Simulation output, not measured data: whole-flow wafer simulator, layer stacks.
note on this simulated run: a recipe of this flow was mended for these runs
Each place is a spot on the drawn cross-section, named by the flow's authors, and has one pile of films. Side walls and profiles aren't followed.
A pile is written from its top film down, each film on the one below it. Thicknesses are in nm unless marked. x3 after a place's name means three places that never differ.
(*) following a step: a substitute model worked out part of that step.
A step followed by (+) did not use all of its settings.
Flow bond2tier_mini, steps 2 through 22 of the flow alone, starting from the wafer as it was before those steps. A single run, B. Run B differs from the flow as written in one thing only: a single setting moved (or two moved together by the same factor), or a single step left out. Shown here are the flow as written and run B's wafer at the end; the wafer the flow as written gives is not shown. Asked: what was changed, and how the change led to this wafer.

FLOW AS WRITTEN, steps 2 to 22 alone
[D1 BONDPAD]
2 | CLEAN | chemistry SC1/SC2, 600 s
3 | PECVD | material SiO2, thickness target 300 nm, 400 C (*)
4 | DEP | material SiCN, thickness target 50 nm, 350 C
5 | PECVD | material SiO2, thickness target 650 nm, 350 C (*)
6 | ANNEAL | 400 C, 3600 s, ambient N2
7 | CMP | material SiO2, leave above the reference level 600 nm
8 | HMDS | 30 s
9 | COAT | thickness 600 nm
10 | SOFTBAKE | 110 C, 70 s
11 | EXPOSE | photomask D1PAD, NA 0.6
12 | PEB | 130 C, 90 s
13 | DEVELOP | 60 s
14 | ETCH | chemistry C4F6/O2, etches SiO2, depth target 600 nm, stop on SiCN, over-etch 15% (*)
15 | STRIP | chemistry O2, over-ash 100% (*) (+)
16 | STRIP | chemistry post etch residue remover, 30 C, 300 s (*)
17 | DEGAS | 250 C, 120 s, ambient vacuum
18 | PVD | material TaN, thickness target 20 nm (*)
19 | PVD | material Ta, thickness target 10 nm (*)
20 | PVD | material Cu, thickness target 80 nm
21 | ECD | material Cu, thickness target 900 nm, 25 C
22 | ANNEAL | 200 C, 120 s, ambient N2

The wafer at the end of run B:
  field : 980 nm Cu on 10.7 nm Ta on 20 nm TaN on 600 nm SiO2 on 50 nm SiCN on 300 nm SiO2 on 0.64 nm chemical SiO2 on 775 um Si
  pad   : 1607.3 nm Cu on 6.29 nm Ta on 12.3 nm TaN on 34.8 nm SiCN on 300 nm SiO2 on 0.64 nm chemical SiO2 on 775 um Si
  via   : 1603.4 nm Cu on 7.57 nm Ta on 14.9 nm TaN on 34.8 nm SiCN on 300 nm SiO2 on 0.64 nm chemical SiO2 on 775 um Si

What caused this: step 19, PVD: thickness target 10.7 nm was run, whereas the flow has thickness target 10 nm.
The wafer lets one read it off: field has Ta 10.7, and step 19 as written asks for 10 nm.

Step by step, how the change led to this:
  19 | PVD | material Ta, thickness target 10 nm (*)
      field: +10.7 Ta (new film) (as written it would have been: +10 Ta (new film))
